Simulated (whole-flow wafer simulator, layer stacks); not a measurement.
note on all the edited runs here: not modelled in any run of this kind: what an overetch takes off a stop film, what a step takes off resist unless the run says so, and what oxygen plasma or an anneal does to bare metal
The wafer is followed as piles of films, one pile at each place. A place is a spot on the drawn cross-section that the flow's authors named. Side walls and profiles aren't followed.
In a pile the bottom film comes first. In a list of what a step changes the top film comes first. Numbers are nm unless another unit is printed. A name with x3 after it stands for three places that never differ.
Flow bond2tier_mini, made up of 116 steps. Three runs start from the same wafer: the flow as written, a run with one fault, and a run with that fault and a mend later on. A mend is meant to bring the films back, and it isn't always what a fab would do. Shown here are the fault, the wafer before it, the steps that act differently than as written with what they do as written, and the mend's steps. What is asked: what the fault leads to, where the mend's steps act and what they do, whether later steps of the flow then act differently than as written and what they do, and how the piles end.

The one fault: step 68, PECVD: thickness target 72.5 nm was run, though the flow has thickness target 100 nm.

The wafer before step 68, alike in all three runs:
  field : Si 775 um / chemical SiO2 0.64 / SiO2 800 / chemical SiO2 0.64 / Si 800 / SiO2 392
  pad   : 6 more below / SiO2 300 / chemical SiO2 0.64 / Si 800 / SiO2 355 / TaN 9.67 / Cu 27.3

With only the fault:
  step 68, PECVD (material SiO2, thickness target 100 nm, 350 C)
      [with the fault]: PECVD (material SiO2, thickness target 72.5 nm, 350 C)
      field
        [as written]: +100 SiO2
        [with the fault]: +72.5 SiO2
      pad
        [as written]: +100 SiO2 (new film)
        [with the fault]: +72.5 SiO2 (new film)
  Steps further on in the flow that do not act as written (1 more step, not shown, differs only slightly: by at most 2% or 0.5 nm, whichever is larger):
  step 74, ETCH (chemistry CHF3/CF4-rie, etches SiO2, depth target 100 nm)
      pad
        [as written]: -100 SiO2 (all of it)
        [with the fault]: -72.5 SiO2 (all of it), -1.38 Cu
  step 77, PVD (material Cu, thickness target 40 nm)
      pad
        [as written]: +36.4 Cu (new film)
        [with the fault]: +37.3 Cu (new film)
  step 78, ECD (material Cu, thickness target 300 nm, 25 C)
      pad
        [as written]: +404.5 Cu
        [with the fault]: +377.2 Cu
  The piles end different from the flow's at field, pad by more than 2% or 0.5 nm, whichever is larger.
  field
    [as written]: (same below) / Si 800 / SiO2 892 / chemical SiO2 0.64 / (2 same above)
    [with the fault]: (same below) / Si 800 / SiO2 864.5 / chemical SiO2 0.64 / (2 same above)
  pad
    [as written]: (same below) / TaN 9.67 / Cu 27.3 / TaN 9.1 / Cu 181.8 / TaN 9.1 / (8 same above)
    [with the fault]: (same below) / TaN 9.67 / Cu 26 / TaN 9.38 / Cu 155.4 / TaN 9.1 / (8 same above)

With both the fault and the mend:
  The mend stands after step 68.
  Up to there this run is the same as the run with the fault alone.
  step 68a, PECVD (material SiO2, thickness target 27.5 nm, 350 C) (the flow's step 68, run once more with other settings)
      field, pad
        +27.5 SiO2
  None of the later steps of the flow acts differently than as written at any place that is followed.
  The piles end the same as the flow's at every place that both follow.
